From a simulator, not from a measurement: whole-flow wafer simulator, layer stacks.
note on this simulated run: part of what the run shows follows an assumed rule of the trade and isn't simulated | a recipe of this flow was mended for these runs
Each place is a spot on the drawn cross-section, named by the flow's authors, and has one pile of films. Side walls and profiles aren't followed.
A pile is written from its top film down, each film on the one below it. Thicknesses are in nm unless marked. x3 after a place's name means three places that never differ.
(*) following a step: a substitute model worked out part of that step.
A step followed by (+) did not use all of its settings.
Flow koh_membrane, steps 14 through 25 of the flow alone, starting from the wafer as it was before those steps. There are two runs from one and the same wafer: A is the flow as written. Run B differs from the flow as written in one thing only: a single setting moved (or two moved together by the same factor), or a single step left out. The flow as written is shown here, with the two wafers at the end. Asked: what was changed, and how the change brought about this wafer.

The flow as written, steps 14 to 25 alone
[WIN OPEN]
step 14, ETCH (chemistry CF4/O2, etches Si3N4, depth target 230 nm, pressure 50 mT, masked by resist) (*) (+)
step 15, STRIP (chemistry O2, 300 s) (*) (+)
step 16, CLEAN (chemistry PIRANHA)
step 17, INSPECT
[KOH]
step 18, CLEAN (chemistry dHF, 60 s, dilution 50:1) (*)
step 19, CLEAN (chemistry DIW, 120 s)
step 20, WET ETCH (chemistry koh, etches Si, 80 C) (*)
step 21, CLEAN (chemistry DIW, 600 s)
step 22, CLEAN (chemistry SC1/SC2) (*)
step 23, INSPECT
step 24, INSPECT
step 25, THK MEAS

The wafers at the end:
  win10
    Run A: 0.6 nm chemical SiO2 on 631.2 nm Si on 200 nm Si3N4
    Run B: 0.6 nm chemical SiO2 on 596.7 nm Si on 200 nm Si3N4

What caused this: step 14, ETCH: depth target 264.5 nm was run, though the flow has depth target 230 nm.

The path from the change to this, step by step:
  step 14, ETCH (chemistry CF4/O2, etches Si3N4, depth target 230 nm, pressure 50 mT, masked by resist) (*) (+)
      win20 x4, win10: A -200 Si3N4 (all of it), -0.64 chemical SiO2 (all of it), -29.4 Si | B -200 Si3N4 (all of it), -0.64 chemical SiO2 (all of it), -63.9 Si
      field: A -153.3 i-line-resist | B -176.3 i-line-resist
  step 15, STRIP (chemistry O2, 300 s) (*) (+)
      field: A -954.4 i-line-resist (all of it) | B -931.4 i-line-resist (all of it)
